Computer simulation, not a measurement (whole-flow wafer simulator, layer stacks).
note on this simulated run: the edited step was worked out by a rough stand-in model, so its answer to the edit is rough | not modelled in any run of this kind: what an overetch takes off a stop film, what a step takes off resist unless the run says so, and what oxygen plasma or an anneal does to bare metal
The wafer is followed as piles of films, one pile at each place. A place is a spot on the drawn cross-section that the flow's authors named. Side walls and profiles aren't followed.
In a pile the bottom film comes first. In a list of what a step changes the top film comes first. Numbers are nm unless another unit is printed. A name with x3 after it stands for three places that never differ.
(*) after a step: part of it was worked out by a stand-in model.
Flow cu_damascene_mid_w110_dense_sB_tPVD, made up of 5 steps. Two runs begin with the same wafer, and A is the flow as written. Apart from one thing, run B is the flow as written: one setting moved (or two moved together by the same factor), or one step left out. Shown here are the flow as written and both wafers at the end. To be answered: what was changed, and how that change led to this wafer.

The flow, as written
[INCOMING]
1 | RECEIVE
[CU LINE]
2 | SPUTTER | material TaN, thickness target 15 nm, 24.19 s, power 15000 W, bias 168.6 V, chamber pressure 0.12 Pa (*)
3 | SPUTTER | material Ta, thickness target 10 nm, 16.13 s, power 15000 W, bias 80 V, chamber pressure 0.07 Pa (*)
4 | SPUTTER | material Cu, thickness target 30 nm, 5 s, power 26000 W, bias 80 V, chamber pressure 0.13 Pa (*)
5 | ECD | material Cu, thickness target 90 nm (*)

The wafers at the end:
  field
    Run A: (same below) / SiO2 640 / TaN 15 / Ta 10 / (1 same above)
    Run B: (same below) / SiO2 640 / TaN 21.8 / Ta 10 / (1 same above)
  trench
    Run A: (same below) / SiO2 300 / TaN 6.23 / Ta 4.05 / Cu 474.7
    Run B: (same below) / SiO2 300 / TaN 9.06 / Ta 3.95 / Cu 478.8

Cause: step 2, SPUTTER: thickness target 21.8 nm was run, though the flow has thickness target 15 nm.
The wafer itself shows it: field has TaN 21.8, and step 2 as written asks for 15 nm.

How this came from the change, step by step:
  2 | SPUTTER | material TaN, thickness target 15 nm, 24.19 s, power 15000 W, bias 168.6 V, chamber pressure 0.12 Pa (*)
      field: A TaN gains 15 (new film) | B TaN gains 21.8 (new film)
      trench: A TaN gains 6.23 (new film) | B TaN gains 9.06 (new film)
